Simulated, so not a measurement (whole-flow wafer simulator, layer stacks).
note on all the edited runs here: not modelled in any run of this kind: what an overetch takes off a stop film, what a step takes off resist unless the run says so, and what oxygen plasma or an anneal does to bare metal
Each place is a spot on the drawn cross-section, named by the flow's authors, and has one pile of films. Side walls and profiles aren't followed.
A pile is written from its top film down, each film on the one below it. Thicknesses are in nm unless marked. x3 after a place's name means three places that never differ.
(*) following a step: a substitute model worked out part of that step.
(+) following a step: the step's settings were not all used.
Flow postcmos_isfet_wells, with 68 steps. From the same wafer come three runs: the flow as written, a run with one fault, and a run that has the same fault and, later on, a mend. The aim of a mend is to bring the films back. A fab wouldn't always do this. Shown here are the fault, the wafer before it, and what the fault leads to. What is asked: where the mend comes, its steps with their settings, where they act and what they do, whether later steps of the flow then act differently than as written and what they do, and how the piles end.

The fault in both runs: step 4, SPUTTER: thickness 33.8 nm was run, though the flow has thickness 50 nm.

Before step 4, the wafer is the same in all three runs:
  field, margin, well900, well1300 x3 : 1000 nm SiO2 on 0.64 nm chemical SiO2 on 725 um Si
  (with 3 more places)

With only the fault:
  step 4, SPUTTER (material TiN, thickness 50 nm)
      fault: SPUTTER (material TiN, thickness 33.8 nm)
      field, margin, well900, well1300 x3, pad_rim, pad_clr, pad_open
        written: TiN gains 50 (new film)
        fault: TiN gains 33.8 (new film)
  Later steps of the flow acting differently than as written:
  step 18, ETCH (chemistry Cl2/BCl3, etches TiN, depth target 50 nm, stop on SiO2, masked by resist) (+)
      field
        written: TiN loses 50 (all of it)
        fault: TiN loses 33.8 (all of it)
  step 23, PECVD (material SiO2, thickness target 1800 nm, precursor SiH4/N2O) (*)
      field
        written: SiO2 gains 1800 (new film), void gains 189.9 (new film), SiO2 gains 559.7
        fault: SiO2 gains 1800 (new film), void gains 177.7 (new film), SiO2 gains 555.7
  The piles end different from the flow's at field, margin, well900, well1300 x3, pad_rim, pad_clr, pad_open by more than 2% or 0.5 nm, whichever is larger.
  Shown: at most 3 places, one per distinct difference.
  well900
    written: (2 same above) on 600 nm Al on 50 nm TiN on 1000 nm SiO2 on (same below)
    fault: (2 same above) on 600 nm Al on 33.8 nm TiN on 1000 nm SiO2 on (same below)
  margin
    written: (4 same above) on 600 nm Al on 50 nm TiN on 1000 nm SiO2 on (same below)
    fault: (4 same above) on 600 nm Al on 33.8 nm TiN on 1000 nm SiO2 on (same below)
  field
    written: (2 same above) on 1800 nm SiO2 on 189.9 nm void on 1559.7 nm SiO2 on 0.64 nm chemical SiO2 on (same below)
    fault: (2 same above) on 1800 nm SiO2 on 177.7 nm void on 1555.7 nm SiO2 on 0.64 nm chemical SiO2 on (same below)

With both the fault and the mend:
  The mend follows step 4.
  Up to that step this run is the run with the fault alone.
  step 4a, SPUTTER (material TiN, thickness 16.2 nm) (a further turn of the flow's step 4, with different settings)
      field, margin, well900, well1300 x3, pad_rim, pad_clr, pad_open
        TiN gains 16.2
  Every later step of the flow that is run acts as written at every place that is followed.
  At every place that both follow, the piles at the end match the flow's.
